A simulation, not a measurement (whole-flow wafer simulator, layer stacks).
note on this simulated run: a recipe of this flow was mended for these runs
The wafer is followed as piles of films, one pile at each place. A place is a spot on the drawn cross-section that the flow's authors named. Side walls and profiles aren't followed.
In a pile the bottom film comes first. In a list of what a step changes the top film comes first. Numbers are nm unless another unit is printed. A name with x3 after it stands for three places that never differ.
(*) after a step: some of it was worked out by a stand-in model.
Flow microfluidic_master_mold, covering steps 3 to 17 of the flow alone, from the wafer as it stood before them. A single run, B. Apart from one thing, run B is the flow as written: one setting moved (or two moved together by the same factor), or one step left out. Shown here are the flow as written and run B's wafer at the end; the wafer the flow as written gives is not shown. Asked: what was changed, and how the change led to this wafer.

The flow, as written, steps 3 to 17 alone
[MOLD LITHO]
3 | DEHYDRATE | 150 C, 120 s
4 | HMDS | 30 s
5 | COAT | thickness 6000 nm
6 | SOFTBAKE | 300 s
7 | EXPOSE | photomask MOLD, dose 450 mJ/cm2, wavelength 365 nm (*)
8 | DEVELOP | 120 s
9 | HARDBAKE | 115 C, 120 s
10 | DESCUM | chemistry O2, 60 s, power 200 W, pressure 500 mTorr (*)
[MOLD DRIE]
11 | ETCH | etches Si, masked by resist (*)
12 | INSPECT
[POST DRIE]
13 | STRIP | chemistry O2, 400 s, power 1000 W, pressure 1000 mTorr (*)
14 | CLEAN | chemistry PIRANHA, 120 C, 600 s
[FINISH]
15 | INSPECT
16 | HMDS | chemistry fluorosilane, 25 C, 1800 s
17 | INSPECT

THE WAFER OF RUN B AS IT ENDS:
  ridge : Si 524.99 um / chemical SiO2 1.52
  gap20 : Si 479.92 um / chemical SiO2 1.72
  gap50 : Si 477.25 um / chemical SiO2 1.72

Cause: step 5, COAT: thickness 4249 nm was run, while the flow as written has thickness 6000 nm.

The path from the change to this, step by step:
  5 | COAT | thickness 6000 nm
      ridge, gap20, gap50, gap200 x2: +4249 thick-i-line-resist (new film) (it would be, as written: +6000 thick-i-line-resist (new film))
  8 | DEVELOP | 120 s
      gap20, gap50, gap200 x2: -4249 thick-i-line-resist (all of it) (it would be, as written: -6000 thick-i-line-resist (all of it))
  9 | HARDBAKE | 115 C, 120 s
      ridge: -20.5 thick-i-line-resist (it would be, as written: -33.5 thick-i-line-resist)
  11 | ETCH | etches Si, masked by resist (*)
      gap20: -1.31 chemical SiO2 (all of it), -45.07 um Si (it would be, as written: -1.31 chemical SiO2 (all of it), -44.81 um Si)
      gap50: -1.31 chemical SiO2 (all of it), -47.75 um Si (it would be, as written: -1.31 chemical SiO2 (all of it), -47.62 um Si)
  13 | STRIP | chemistry O2, 400 s, power 1000 W, pressure 1000 mTorr (*)
      ridge: -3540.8 thick-i-line-resist (all of it), +0.92 chemical SiO2, -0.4 Si (it would be, as written: -5278.7 thick-i-line-resist (all of it), +0.78 chemical SiO2, -0.34 Si)
